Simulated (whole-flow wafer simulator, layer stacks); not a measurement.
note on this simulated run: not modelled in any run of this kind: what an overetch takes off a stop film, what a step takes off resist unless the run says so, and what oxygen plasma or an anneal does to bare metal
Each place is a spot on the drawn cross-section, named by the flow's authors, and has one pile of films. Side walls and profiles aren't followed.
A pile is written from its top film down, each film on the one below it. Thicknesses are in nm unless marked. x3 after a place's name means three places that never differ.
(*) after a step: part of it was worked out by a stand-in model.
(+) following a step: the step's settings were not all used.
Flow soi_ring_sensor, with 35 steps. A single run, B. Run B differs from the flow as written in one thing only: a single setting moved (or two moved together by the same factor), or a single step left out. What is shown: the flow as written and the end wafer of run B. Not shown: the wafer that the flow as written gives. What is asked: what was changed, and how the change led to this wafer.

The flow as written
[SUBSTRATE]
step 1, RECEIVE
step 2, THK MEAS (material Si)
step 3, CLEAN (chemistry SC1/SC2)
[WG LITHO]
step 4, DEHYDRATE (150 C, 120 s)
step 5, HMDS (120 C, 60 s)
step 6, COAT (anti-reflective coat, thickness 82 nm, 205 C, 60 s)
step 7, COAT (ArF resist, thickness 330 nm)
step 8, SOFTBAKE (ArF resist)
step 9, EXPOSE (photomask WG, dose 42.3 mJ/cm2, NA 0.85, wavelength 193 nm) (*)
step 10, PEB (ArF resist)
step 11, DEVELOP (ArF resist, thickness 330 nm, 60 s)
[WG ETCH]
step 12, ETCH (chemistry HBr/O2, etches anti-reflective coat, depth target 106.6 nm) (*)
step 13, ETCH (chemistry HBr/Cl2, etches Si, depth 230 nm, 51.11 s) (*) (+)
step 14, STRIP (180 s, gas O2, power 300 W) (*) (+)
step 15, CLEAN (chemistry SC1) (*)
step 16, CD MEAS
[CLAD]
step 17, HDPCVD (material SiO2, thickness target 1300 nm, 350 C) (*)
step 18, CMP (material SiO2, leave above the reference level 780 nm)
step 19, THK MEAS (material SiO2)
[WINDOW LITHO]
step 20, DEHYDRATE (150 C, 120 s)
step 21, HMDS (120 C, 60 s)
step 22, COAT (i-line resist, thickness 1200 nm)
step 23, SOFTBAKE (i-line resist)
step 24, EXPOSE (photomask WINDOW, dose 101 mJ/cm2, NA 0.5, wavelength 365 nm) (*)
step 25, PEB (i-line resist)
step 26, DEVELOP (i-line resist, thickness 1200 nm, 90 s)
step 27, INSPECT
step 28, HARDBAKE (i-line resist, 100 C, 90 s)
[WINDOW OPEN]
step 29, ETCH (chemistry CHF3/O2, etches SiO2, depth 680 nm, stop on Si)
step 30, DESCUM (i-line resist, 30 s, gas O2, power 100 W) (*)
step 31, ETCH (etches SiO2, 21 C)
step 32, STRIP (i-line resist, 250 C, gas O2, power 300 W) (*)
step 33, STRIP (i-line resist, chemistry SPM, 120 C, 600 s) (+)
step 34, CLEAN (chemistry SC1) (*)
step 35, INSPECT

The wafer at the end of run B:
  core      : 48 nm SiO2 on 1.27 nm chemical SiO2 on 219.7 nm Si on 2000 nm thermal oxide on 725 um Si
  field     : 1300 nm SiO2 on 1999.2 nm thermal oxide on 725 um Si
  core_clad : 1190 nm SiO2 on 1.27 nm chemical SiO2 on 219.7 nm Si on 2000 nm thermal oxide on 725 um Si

The reason: step 18, CMP: leave above the reference level 1190 nm was run, whereas the flow has leave above the reference level 780 nm.
The wafer lets one read it off: core_clad has SiO2 1190, and step 18 as written asks for 780 nm.

How this came from the change, step by step:
  step 18, CMP (material SiO2, leave above the reference level 780 nm)
      gap, window, field, gap_clad: nothing (as written it would have been: -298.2 SiO2)
      core, core_clad: -110 SiO2 (as written it would have been: -520 SiO2)
  step 22, COAT (i-line resist, thickness 1200 nm)
      core, core_clad: +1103 i-line resist (new film) (as written it would have been: +1200 i-line resist (new film))
  step 23, SOFTBAKE (i-line resist)
      core, core_clad: -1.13 i-line resist (as written it would have been: nothing)
      gap, gap_clad: -1.44 i-line resist (as written it would have been: nothing)
  step 25, PEB (i-line resist)
      core, core_clad: -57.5 i-line resist (as written it would have been: -62.8 i-line resist)
  step 26, DEVELOP (i-line resist, thickness 1200 nm, 90 s)
      core: -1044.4 i-line resist (all of it) (as written it would have been: -1137.2 i-line resist (all of it))
  step 31, ETCH (etches SiO2, 21 C)
      core: -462 SiO2 (as written it would have been: -100 SiO2 (all of it), -1.27 chemical SiO2 (all of it))
  step 32, STRIP (i-line resist, 250 C, gas O2, power 300 W) (*)
      core: nothing (as written it would have been: +1.23 chemical SiO2 (new film), -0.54 Si)
      core_clad: -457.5 i-line resist (all of it) (as written it would have been: -550.1 i-line resist (all of it))
